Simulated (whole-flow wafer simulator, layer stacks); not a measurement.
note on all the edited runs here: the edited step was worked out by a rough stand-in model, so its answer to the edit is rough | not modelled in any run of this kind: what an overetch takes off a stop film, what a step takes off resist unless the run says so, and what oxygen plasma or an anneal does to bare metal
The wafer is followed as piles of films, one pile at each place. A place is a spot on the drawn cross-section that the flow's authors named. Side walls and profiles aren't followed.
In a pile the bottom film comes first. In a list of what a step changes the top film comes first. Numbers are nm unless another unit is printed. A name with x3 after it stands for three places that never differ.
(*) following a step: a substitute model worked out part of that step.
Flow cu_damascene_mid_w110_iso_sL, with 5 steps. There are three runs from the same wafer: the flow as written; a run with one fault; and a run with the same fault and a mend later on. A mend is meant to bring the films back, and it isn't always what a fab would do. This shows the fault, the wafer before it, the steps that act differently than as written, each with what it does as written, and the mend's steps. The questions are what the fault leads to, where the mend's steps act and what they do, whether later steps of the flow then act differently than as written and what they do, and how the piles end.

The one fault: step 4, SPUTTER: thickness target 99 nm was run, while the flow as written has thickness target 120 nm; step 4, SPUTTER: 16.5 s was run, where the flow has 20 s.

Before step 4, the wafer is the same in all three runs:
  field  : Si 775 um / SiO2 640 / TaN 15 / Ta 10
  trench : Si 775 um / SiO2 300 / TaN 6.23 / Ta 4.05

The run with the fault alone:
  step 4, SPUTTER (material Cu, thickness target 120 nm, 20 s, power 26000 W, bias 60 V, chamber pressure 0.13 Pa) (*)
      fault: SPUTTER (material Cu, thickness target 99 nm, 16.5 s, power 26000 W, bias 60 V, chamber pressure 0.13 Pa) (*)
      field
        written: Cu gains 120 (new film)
        fault: Cu gains 99 (new film)
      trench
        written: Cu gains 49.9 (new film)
        fault: Cu gains 41.2 (new film)
  Steps later in the flow that act otherwise than as written:
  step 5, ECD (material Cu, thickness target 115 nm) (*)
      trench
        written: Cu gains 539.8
        fault: Cu gains 527.5
  The piles end different from the flow's at field, trench by more than 2% or 0.5 nm, whichever is larger.
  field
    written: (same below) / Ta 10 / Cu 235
    fault: (same below) / Ta 10 / Cu 214
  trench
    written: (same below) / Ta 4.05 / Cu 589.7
    fault: (same below) / Ta 4.05 / Cu 568.7

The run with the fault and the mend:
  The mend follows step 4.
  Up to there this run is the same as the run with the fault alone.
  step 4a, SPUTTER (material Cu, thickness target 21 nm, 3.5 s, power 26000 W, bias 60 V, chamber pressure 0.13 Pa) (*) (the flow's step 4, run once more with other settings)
      field
        Cu gains 21
      trench
        Cu gains 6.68
  None of the later steps of the flow differs from how it acts as written, at any place that is followed, by more than 2% or 0.5 nm, whichever is larger.
  By the end, the piles equal the flow's at every place that both follow.
